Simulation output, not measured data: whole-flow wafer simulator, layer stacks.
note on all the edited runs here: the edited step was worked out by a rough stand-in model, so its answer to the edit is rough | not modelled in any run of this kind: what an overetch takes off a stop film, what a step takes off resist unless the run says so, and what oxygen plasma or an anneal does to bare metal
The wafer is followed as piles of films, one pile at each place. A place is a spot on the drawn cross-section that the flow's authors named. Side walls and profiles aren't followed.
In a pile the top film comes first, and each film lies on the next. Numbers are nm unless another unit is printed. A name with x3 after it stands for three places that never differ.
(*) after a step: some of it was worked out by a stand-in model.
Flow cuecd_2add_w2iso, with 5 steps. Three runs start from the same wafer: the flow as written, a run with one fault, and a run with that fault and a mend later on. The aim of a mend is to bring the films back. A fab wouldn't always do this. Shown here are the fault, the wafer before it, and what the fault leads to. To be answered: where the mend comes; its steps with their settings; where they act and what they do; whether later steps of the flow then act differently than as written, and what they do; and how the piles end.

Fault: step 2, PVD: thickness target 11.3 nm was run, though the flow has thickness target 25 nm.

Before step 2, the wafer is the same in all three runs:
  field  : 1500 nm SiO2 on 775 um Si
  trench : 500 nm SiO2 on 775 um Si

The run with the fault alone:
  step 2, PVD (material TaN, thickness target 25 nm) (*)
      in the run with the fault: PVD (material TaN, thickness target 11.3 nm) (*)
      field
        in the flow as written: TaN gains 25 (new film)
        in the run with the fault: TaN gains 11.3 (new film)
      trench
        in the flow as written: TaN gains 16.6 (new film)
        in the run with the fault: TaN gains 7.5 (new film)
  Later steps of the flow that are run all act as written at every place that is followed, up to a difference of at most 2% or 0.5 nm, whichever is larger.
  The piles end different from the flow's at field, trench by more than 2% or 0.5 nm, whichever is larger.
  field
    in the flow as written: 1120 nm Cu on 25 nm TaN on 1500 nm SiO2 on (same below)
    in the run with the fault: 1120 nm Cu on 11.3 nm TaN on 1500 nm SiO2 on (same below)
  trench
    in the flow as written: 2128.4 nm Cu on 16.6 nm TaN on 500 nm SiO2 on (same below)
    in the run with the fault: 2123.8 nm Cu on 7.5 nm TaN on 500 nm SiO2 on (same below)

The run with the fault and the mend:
  The mend follows step 2.
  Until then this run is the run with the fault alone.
  step 2a, PVD (material TaN, thickness target 13.7 nm) (*) (the flow's step 2, run once more with other settings)
      field
        TaN gains 13.7
      trench
        TaN gains 9.06
  Later steps of the flow that are run all act as written at every place that is followed.
  The piles end the same as the flow's at every place that both follow.
